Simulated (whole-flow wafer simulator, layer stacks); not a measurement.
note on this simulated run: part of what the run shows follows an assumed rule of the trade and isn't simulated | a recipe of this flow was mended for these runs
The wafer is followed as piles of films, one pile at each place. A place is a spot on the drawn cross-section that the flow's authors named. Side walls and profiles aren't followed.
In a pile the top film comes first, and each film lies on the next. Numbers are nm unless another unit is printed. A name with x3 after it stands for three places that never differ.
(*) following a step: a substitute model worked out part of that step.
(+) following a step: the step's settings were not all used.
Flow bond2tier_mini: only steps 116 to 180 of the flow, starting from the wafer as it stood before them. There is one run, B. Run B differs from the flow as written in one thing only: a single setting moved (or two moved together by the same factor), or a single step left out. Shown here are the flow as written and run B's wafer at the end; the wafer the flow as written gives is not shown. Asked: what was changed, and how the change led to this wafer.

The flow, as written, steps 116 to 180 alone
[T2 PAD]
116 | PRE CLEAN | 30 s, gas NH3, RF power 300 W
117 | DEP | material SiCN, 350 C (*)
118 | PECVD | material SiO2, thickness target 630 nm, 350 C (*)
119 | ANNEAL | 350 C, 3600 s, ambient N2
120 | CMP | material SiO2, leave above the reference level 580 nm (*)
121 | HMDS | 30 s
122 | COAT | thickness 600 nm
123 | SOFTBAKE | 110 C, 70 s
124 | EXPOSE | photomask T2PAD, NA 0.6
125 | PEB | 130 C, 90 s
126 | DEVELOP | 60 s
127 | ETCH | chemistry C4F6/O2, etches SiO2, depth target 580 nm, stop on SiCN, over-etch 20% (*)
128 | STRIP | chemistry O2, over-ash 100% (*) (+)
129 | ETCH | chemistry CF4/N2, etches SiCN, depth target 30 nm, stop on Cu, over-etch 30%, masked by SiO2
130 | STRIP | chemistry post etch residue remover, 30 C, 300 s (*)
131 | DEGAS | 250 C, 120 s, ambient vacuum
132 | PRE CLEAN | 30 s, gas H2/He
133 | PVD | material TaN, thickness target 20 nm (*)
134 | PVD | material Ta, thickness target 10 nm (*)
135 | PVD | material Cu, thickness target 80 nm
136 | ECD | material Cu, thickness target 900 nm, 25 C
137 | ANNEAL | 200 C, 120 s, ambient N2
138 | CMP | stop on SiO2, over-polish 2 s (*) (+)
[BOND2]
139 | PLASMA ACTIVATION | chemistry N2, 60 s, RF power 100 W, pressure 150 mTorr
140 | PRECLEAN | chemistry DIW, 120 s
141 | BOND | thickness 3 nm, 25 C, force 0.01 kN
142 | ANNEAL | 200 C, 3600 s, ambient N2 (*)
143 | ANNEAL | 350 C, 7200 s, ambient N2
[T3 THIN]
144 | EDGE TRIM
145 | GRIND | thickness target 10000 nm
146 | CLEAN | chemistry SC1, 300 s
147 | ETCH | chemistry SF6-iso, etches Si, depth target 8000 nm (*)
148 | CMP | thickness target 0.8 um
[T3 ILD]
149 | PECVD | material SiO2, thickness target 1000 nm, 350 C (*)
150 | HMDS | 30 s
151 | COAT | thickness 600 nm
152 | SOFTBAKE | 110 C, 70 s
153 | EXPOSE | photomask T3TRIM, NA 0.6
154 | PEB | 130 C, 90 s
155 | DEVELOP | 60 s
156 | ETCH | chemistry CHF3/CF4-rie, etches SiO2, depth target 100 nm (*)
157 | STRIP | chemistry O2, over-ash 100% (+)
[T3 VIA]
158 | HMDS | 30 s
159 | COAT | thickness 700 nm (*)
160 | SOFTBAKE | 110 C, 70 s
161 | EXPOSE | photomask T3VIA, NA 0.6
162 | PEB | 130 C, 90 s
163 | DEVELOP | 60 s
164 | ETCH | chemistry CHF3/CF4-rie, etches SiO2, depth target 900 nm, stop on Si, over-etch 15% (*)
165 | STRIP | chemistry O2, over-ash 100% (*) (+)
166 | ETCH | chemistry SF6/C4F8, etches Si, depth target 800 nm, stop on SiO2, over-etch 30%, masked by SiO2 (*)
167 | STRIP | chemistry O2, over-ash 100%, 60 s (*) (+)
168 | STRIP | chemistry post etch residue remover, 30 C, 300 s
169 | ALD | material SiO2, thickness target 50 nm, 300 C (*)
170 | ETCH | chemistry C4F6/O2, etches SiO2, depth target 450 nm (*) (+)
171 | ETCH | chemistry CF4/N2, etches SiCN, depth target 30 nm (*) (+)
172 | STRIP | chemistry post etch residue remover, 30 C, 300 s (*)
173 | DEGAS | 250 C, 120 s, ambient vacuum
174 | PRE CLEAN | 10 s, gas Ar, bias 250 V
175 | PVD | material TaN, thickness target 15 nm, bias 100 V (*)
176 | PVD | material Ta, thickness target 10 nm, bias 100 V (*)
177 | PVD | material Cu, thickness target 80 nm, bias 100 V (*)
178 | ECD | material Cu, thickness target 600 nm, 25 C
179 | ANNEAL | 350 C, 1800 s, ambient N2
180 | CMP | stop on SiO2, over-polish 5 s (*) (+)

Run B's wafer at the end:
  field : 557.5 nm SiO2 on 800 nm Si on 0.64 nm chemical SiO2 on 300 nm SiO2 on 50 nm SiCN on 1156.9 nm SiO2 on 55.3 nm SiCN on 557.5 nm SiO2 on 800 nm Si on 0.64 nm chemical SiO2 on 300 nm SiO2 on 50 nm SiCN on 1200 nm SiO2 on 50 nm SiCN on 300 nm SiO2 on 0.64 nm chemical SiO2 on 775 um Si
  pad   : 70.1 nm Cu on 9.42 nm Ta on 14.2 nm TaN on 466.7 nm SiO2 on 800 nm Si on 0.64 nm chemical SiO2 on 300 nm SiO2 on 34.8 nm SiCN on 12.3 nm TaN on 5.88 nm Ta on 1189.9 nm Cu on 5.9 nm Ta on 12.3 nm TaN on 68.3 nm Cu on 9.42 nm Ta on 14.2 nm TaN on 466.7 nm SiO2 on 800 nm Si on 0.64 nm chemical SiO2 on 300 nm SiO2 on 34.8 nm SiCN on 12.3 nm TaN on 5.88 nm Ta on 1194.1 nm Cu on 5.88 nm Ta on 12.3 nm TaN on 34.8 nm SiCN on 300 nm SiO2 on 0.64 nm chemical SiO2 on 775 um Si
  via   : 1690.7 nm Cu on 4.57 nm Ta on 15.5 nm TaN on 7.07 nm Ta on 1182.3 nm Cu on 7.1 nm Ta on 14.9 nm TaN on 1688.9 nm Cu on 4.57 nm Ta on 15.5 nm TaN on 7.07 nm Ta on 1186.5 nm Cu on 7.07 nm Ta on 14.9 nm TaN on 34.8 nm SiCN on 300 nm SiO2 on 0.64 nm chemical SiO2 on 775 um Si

Cause: step 117, DEP: 326 C was run, though the flow has 350 C.

The path from the change to this, step by step:
  117 | DEP | material SiCN, 350 C (*)
      field, pad, via: +55.3 SiCN (new film) (it would be, as written: +50 SiCN (new film))
  129 | ETCH | chemistry CF4/N2, etches SiCN, depth target 30 nm, stop on Cu, over-etch 30%, masked by SiO2
      pad, via: -35.7 SiCN (all of it), -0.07 Cu (it would be, as written: -30.4 SiCN (all of it), -0.17 Cu)
